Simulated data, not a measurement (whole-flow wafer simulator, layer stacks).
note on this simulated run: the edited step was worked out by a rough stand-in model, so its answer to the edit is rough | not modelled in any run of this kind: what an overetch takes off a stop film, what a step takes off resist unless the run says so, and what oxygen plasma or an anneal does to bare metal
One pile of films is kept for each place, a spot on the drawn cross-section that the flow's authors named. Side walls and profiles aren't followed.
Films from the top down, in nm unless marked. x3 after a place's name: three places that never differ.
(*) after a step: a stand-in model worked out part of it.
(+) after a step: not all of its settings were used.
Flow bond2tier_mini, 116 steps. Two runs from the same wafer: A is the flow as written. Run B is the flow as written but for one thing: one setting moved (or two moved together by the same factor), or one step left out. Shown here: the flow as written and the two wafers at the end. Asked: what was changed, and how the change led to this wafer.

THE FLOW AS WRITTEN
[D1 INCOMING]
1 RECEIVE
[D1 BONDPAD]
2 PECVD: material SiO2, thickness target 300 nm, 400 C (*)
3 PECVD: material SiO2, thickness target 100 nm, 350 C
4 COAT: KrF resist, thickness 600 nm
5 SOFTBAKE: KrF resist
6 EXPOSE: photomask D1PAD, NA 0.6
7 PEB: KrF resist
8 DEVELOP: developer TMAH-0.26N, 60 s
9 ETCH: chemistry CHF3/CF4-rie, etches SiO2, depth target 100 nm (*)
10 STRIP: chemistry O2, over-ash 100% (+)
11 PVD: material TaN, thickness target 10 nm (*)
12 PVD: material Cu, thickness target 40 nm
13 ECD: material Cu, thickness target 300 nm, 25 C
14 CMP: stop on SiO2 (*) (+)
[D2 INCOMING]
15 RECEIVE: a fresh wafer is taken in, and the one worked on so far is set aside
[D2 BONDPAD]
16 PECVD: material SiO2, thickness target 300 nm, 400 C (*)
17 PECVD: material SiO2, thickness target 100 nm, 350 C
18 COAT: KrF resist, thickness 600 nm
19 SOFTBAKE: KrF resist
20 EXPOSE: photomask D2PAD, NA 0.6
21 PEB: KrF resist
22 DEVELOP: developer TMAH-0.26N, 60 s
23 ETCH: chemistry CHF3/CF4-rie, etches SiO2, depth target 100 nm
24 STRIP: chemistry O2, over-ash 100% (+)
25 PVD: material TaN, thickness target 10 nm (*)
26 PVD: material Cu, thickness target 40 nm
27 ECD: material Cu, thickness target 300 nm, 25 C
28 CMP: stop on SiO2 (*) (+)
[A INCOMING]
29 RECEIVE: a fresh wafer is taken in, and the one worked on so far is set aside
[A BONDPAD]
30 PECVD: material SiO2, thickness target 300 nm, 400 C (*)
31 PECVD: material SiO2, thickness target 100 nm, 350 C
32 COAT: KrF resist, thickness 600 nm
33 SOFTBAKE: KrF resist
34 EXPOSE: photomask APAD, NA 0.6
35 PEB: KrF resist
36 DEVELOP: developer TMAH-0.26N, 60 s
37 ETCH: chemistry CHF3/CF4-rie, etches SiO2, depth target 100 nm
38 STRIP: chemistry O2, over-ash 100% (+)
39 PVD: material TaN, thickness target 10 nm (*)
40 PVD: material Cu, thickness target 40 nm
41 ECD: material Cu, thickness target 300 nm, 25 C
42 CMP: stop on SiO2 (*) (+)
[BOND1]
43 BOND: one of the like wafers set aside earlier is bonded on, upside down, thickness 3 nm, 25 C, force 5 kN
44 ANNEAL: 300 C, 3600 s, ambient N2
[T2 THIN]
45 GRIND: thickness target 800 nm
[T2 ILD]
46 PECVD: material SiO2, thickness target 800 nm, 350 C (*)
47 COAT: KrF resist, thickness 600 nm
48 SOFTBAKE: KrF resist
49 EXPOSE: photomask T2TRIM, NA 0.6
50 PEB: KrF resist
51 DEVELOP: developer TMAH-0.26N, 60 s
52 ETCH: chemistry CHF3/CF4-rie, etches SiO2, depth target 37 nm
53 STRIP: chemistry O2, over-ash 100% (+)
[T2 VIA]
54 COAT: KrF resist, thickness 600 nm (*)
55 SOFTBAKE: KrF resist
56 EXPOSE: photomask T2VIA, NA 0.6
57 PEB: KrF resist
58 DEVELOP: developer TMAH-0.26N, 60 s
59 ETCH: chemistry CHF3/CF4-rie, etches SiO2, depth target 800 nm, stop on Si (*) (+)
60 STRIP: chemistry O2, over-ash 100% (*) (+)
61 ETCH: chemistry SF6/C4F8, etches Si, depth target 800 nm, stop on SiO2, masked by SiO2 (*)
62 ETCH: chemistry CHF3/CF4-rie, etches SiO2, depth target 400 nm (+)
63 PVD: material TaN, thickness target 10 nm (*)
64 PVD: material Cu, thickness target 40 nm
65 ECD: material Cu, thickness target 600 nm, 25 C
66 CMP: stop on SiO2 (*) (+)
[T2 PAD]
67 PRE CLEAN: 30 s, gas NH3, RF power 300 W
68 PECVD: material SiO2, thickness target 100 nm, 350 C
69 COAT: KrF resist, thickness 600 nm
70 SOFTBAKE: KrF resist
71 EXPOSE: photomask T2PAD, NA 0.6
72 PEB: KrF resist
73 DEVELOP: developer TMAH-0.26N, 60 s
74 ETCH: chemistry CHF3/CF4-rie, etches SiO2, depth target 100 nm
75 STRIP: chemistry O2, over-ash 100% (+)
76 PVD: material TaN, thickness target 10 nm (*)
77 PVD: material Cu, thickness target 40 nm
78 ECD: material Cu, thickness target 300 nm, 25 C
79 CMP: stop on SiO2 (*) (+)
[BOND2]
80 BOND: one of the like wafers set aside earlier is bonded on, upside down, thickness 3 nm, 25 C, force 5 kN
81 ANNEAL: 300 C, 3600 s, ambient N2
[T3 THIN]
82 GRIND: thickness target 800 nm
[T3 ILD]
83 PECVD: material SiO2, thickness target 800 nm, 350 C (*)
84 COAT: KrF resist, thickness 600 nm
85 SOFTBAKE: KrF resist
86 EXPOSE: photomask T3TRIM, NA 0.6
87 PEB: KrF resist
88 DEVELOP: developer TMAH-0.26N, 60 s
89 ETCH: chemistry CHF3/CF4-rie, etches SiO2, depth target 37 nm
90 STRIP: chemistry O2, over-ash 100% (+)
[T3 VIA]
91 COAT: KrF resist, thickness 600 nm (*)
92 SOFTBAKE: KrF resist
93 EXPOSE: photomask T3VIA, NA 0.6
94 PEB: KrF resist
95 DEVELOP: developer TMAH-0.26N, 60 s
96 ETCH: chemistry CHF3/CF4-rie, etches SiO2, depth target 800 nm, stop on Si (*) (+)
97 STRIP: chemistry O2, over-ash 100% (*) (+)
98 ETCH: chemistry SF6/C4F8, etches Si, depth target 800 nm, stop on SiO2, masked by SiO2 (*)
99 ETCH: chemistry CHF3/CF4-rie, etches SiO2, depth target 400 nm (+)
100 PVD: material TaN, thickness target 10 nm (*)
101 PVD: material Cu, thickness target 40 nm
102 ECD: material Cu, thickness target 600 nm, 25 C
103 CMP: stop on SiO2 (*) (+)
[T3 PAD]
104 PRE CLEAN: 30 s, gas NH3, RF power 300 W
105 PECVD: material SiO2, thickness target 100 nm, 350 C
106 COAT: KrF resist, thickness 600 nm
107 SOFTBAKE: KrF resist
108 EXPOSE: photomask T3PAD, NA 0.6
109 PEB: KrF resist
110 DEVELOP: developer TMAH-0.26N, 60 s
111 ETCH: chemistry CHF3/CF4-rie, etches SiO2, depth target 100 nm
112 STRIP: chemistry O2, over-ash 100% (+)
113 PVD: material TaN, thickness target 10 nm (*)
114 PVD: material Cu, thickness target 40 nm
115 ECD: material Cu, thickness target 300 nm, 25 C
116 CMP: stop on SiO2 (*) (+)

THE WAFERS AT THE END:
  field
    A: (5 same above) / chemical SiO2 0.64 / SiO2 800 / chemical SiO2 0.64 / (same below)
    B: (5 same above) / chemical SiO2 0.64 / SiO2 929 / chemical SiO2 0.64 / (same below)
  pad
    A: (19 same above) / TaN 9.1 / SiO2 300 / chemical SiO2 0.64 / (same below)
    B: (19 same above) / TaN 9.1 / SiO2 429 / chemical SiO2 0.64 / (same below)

The cause: step 30, PECVD: thickness target 429 nm was run, where the flow has thickness target 300 nm.
It can be read off the wafer: pad has SiO2 429, and step 30 as written asks for 300 nm.

How the change led to this, step by step:
  30 PECVD: material SiO2, thickness target 300 nm, 400 C (*)
      field, pad, via: A SiO2 +300 (new film) | B SiO2 +429 (new film)
